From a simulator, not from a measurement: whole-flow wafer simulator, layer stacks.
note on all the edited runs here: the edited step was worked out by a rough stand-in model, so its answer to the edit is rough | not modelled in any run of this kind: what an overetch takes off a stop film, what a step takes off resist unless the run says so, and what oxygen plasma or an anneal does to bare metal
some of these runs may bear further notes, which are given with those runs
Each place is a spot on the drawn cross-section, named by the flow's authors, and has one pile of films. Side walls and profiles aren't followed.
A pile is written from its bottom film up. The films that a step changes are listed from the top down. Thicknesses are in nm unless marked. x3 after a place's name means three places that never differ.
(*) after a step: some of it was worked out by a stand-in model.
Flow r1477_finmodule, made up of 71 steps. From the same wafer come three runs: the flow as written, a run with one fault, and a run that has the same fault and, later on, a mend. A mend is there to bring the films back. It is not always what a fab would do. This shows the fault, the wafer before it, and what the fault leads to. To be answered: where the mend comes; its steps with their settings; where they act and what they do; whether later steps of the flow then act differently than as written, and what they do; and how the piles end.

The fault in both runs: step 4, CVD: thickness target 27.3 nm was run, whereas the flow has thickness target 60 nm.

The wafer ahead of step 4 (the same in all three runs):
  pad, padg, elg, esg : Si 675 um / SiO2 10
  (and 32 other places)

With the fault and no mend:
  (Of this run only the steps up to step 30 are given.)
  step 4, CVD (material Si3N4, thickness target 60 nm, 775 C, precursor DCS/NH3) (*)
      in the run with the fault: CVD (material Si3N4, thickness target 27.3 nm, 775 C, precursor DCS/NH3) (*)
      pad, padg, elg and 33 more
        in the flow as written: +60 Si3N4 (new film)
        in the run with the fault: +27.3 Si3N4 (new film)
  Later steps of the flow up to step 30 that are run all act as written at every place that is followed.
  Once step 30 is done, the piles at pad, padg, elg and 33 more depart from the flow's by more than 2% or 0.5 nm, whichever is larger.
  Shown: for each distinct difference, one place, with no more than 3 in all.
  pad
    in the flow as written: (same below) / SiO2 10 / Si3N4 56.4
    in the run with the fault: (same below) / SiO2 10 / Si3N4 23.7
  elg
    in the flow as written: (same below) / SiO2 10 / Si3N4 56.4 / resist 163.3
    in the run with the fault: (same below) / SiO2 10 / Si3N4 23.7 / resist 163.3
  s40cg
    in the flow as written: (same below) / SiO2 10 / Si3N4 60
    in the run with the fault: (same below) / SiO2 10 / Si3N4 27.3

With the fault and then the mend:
  The mend follows step 5.
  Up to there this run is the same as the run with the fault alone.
  step 5a, ETCH (chemistry h3po4, depth target 31.39 nm)
      pad, padg, elg and 33 more
        -27.3 Si3N4 (all of it)
  step 5b, CLEAN (chemistry SC1/SC2) (a further turn of the flow's step 2)
      leaves every film unchanged at each place that is followed
  step 5c, CVD (material Si3N4, thickness target 60 nm, 775 C, precursor DCS/NH3) (*) (a further turn of the flow's step 4)
      pad, padg, elg and 33 more
        +60 Si3N4 (new film)
  Later steps of the flow that are run all act as written at every place that is followed.
  At every place that both follow, the piles at the end match the flow's.
